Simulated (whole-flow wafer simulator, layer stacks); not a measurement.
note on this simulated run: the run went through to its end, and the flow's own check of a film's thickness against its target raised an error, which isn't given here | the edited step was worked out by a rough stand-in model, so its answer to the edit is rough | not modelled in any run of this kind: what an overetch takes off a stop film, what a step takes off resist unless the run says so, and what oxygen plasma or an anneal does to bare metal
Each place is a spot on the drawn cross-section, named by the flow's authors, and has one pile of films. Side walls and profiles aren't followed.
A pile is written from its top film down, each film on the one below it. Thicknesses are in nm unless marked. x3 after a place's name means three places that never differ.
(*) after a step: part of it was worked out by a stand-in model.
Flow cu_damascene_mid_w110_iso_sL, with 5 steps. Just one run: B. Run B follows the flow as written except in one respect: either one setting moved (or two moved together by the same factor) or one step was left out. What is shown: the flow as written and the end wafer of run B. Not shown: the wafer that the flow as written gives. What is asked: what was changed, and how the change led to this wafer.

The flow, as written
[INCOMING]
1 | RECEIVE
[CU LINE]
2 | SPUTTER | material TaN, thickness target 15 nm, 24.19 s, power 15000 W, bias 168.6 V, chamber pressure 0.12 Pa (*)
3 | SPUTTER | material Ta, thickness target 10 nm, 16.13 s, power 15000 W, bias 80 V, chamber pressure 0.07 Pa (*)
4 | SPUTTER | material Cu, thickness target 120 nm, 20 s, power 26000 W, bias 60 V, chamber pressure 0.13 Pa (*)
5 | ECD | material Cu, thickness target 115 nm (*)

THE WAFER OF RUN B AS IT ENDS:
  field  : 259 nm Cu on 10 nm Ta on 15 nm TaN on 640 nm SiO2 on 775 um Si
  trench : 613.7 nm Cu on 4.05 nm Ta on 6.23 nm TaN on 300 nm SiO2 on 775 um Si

The reason: step 4, SPUTTER: thickness target 144 nm was run, though the flow has thickness target 120 nm.

The path from the change to this, step by step:
  4 | SPUTTER | material Cu, thickness target 120 nm, 20 s, power 26000 W, bias 60 V, chamber pressure 0.13 Pa (*)
      field: Cu gains 144 (new film) (in the flow as written it would be: Cu gains 120 (new film))
      trench: Cu gains 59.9 (new film) (in the flow as written it would be: Cu gains 49.9 (new film))
  5 | ECD | material Cu, thickness target 115 nm (*)
      trench: Cu gains 553.8 (in the flow as written it would be: Cu gains 539.8)
